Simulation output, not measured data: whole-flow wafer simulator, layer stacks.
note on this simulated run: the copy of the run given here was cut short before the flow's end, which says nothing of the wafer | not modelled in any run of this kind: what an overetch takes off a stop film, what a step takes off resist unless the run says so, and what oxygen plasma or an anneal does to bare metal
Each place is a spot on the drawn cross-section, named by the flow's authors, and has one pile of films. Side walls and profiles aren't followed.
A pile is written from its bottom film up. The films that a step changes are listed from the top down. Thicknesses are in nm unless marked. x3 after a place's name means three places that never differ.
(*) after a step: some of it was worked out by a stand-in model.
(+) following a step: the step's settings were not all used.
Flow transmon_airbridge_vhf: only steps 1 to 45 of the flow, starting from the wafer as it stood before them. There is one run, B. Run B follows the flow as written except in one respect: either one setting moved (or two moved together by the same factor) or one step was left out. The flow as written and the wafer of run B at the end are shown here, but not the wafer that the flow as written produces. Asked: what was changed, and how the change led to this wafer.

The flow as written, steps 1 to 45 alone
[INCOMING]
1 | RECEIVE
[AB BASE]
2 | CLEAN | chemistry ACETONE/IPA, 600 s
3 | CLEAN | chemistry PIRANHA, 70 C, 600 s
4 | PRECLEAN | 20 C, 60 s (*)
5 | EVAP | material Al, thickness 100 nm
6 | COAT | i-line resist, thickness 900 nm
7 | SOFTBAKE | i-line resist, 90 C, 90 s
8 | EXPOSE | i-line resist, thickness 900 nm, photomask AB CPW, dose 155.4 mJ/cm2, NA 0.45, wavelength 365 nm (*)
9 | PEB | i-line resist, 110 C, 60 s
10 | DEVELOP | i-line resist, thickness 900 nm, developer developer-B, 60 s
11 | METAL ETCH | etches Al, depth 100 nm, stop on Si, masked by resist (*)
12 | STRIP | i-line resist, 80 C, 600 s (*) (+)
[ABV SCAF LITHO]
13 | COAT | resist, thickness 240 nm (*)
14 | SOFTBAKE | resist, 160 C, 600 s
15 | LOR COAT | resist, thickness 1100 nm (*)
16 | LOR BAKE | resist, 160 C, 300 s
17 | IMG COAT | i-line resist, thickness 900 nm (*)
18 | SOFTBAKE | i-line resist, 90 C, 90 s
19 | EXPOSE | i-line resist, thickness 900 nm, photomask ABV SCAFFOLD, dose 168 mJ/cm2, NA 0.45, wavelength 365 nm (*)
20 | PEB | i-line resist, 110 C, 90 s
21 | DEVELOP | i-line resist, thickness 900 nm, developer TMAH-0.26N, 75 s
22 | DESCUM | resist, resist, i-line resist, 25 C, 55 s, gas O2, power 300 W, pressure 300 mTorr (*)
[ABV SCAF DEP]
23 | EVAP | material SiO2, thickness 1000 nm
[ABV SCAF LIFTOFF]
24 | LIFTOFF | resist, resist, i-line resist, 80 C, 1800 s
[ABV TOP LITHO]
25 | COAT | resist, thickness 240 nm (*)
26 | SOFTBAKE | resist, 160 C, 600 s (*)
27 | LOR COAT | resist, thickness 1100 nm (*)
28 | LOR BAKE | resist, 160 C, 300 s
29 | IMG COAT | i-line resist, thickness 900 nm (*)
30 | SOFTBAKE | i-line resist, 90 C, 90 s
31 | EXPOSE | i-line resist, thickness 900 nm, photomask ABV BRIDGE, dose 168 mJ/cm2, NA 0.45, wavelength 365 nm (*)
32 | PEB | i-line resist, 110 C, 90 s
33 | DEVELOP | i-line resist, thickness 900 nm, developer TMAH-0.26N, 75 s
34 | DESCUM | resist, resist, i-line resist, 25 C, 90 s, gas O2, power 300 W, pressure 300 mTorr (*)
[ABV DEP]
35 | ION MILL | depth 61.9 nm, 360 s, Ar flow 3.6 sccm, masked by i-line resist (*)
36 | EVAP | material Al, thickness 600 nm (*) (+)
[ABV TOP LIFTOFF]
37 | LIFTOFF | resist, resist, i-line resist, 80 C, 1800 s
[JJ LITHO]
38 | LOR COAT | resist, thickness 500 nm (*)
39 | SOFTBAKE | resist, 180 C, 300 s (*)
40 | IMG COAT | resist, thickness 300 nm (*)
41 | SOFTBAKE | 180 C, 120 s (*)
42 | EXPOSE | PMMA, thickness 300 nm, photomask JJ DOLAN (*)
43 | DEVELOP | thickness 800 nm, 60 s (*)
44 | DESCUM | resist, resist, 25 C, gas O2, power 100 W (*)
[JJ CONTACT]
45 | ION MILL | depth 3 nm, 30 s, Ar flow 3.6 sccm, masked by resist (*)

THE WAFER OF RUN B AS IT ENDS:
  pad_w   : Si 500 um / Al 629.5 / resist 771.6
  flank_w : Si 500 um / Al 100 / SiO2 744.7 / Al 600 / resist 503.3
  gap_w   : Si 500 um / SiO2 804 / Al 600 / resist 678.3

What caused this: step 23, EVAP: thickness 840 nm was run, though the flow has thickness 1000 nm.

Step by step, how the change led to this:
  23 | EVAP | material SiO2, thickness 1000 nm
      field x3, jj_line, ground_far and 10 more: SiO2 gains 840 (new film) (in the flow as written it would be: SiO2 gains 1000 (new film))
      flank_w, flank_e: SiO2 gains 780.6 (new film) (in the flow as written it would be: SiO2 gains 929.3 (new film))
  24 | LIFTOFF | resist, resist, i-line resist, 80 C, 1800 s
      field x3, jj_line, trace_open_s x2: SiO2 loses 840 (all of it), i-line resist loses 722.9 (all of it), resist loses 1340 (all of it) (in the flow as written it would be: SiO2 loses 1000 (all of it), i-line resist loses 722.9 (all of it), resist loses 1340 (all of it))
      pad_w, pad_e: SiO2 loses 840 (all of it), i-line resist loses 718 (all of it), resist loses 1330.2 (all of it) (in the flow as written it would be: SiO2 loses 1000 (all of it), i-line resist loses 718 (all of it), resist loses 1330.2 (all of it))
      (and at 1 other place as well)
  25 | COAT | resist, thickness 240 nm (*)
      flank_w, flank_e: resist gains 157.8 (new film) (in the flow as written it would be: resist gains 152.6 (new film))
      gap_w, gap_e: resist gains 217.6 (new film) (in the flow as written it would be: resist gains 210.7 (new film))
      (and at 6 other places as well)
  27 | LOR COAT | resist, thickness 1100 nm (*)
      gap_w, gap_e: resist gains 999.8 (in the flow as written it would be: resist gains 977.8)
      margin_s, margin_n: resist gains 861.7 (in the flow as written it would be: resist gains 823.4)
      (and at 5 other places as well)
  29 | IMG COAT | i-line resist, thickness 900 nm (*)
      gap_w, gap_e: i-line resist gains 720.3 (new film) (in the flow as written it would be: i-line resist gains 681.7 (new film))
      margin_s, margin_n: i-line resist gains 653.9 (new film) (in the flow as written it would be: i-line resist gains 603.2 (new film))
      (and at 5 other places as well)
  32 | PEB | i-line resist, 110 C, 90 s
      flank_w, flank_e: i-line resist loses 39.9 (in the flow as written it would be: i-line resist loses 38.3)
      gap_w, gap_e: i-line resist loses 36.8 (in the flow as written it would be: i-line resist loses 34.7)
      (and at 5 other places as well)
  33 | DEVELOP | i-line resist, thickness 900 nm, developer TMAH-0.26N, 75 s
      gap_w, gap_e: i-line resist loses 683.5 (all of it), resist loses 999.8 (in the flow as written it would be: i-line resist loses 646.9 (all of it), resist loses 977.8)
      pad_w: i-line resist loses 923.8 (all of it), resist loses 1222.8 (in the flow as written it would be: i-line resist loses 937.2 (all of it), resist loses 1247.8)
      (and at 5 other places as well)
  34 | DESCUM | resist, resist, i-line resist, 25 C, 90 s, gas O2, power 300 W, pressure 300 mTorr (*)
      flank_w, flank_e: resist loses 157.8 (all of it) (in the flow as written it would be: resist loses 152.6 (all of it))
      gap_w, gap_e: resist loses 217.6 (all of it) (in the flow as written it would be: resist loses 210.7 (all of it))
      (and at 4 other places as well)
  37 | LIFTOFF | resist, resist, i-line resist, 80 C, 1800 s
      margin_s, margin_n: Al loses 600 (all of it), i-line resist loses 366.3 (all of it), resist loses 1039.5 (all of it) (in the flow as written it would be: Al loses 600 (all of it), i-line resist loses 318.3 (all of it), resist loses 992 (all of it))
      ground_far: Al loses 600 (all of it), i-line resist loses 698 (all of it), resist loses 1379.6 (all of it) (in the flow as written it would be: Al loses 600 (all of it), i-line resist loses 717.9 (all of it), resist loses 1384.9 (all of it))
  38 | LOR COAT | resist, thickness 500 nm (*)
      flank_w, flank_e: resist gains 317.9 (new film) (in the flow as written it would be: resist gains 306.5 (new film))
      margin_s, margin_n: resist gains 457.5 (new film) (in the flow as written it would be: resist gains 445.3 (new film))
      (and at 1 other place as well)
  40 | IMG COAT | resist, thickness 300 nm (*)
      flank_w, flank_e: resist gains 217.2 (in the flow as written it would be: resist gains 212.1)
      gap_w, gap_e: resist gains 252.5 (in the flow as written it would be: resist gains 245.7)
      (and at 4 other places as well)
